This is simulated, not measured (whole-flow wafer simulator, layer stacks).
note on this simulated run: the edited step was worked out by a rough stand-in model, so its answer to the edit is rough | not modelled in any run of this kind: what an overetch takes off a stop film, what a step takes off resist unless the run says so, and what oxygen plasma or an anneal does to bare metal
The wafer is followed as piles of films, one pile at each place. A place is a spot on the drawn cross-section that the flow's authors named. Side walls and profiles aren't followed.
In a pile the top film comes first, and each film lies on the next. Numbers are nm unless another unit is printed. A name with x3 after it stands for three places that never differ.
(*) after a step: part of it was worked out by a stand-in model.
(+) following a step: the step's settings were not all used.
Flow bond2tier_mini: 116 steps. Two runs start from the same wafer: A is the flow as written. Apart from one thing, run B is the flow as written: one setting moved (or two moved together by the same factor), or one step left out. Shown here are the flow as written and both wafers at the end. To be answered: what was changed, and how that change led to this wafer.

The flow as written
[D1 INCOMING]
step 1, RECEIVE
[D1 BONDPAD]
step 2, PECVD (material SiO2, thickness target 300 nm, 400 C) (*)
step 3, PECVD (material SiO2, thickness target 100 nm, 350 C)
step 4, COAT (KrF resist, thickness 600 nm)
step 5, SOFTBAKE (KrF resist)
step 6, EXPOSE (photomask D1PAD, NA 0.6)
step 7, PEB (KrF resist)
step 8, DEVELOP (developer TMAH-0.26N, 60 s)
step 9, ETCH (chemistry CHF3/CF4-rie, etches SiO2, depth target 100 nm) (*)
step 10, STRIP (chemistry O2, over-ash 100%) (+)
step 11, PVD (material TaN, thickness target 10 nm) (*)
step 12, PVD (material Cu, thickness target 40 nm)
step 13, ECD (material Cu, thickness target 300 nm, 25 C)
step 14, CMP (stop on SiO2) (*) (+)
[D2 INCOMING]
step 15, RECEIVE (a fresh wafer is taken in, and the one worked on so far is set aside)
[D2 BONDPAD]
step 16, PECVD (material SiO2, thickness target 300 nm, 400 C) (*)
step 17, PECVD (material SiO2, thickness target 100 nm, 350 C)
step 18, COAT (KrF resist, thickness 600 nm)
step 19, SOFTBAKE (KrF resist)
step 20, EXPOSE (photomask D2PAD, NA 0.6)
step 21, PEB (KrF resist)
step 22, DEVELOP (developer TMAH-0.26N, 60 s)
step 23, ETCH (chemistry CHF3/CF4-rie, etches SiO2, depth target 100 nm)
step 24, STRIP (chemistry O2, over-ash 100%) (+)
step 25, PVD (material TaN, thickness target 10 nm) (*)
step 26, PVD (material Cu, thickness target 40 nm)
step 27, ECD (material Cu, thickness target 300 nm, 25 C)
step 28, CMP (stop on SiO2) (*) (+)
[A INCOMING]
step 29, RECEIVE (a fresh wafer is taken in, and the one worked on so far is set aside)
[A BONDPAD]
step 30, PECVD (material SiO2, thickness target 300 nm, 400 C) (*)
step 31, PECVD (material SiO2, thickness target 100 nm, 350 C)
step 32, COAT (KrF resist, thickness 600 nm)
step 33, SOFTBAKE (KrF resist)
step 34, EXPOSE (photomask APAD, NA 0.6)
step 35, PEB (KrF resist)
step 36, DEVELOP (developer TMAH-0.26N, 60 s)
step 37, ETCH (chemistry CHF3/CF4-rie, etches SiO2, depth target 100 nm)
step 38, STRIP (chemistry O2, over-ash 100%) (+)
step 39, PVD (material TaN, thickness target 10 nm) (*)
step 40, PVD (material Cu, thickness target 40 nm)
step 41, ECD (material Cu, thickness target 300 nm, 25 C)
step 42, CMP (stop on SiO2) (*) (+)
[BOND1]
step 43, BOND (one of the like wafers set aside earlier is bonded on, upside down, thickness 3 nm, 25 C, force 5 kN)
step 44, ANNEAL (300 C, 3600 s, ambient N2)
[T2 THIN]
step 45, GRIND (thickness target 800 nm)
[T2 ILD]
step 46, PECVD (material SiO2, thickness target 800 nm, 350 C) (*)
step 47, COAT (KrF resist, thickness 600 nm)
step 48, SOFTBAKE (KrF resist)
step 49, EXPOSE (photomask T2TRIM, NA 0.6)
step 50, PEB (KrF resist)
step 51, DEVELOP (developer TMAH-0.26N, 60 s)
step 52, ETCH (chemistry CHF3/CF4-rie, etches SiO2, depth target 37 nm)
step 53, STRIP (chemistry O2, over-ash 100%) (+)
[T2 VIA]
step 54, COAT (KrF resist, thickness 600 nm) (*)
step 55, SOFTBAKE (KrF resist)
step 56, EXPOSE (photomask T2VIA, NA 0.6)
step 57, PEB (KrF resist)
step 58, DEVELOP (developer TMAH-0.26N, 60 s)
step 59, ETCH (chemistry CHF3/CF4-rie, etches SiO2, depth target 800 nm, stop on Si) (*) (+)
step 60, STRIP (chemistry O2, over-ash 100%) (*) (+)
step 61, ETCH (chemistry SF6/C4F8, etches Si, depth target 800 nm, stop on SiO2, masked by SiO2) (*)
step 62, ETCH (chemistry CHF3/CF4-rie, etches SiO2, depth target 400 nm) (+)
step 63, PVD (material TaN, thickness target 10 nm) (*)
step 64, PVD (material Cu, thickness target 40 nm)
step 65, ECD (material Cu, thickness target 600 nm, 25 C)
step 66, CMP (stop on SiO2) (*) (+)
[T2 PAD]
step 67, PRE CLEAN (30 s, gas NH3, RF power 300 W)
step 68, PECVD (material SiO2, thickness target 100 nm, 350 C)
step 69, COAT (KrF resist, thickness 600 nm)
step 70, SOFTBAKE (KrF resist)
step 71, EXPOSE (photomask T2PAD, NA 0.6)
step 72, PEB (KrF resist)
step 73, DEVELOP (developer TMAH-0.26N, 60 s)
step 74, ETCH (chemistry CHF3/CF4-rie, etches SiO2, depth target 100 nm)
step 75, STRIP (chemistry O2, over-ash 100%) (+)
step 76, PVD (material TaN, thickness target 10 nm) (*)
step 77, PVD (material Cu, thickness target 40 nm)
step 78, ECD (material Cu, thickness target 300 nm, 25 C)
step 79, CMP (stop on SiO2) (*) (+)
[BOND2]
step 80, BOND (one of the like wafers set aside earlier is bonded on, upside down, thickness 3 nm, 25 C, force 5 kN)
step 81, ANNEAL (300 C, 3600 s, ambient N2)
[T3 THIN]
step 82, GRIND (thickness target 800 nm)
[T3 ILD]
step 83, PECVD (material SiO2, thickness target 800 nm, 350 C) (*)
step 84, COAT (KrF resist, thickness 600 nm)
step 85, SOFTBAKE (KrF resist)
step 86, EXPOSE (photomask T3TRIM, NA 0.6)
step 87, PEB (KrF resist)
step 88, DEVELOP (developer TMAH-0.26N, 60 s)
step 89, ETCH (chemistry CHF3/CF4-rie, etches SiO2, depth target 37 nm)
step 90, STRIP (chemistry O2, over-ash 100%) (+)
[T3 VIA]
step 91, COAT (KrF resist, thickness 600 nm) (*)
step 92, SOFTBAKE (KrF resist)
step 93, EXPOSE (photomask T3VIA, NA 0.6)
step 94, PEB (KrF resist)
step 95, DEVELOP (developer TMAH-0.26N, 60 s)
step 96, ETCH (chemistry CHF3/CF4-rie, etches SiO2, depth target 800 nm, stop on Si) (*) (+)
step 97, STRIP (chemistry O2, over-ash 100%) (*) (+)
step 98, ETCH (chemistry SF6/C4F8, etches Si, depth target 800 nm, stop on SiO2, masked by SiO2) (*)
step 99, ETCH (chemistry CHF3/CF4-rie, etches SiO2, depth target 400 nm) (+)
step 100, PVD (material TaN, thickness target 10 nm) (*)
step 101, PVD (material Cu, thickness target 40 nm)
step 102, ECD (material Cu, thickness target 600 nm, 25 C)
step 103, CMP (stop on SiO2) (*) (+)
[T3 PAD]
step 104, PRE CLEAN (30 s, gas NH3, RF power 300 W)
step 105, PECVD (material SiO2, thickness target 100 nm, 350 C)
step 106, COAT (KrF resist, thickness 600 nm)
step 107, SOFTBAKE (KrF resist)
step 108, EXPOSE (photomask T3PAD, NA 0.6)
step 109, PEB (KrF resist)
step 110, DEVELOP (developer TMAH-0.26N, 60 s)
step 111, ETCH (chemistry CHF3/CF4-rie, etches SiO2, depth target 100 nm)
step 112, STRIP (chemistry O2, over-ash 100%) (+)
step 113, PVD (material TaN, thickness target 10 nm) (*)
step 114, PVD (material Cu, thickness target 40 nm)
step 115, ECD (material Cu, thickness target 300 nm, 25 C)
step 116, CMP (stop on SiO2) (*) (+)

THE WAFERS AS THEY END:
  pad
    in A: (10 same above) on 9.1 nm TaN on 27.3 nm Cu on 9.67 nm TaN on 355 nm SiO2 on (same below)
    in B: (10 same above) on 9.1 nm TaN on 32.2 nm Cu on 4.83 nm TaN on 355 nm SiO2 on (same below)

What caused this: step 63, PVD: thickness target 5 nm was run, though the flow has thickness target 10 nm.

How this came from the change, step by step:
  step 63, PVD (material TaN, thickness target 10 nm) (*)
      field: A +10 TaN (new film) | B +5 TaN (new film)
      pad: A +9.67 TaN (new film) | B +4.83 TaN (new film)
  step 66, CMP (stop on SiO2) (*) (+)
      field: A -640 Cu (all of it), -10 TaN (all of it) | B -640 Cu (all of it), -5 TaN (all of it)
